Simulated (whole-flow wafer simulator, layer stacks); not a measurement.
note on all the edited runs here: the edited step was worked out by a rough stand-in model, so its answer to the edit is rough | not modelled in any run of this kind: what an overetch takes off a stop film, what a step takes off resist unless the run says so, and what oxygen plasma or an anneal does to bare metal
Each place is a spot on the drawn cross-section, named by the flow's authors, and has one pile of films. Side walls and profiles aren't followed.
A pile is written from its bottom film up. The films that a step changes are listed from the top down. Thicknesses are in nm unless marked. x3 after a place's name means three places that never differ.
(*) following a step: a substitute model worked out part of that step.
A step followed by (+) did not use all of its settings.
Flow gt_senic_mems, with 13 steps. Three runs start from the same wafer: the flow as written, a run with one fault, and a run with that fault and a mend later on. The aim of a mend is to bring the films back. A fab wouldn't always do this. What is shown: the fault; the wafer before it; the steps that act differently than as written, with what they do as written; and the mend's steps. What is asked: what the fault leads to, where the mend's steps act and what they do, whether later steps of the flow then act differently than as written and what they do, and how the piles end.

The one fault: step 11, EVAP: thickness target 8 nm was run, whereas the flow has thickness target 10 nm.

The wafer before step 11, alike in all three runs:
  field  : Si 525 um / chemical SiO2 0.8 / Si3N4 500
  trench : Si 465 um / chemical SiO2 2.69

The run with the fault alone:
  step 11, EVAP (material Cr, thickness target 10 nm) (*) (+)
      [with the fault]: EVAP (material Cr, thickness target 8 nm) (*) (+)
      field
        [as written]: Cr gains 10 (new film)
        [with the fault]: Cr gains 8 (new film)
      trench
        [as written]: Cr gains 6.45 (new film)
        [with the fault]: Cr gains 5.17 (new film)
  Every later step of the flow that is run acts as written at every place that is followed.
  By the end, the piles at field, trench depart from the flow's by more than 2% or 0.5 nm, whichever is larger.
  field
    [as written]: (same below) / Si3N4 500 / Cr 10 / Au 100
    [with the fault]: (same below) / Si3N4 500 / Cr 8 / Au 100
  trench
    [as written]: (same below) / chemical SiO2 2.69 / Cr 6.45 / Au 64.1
    [with the fault]: (same below) / chemical SiO2 2.69 / Cr 5.17 / Au 64.1

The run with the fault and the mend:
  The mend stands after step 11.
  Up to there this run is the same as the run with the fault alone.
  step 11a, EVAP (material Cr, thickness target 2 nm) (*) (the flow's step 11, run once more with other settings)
      field
        Cr gains 2
      trench
        Cr gains 1.29
  Every later step of the flow that is run acts as written at every place that is followed.
  When the end is reached, the piles differ only a little from the flow's at the places that both follow, at most by 2% or 0.5 nm, whichever is larger.
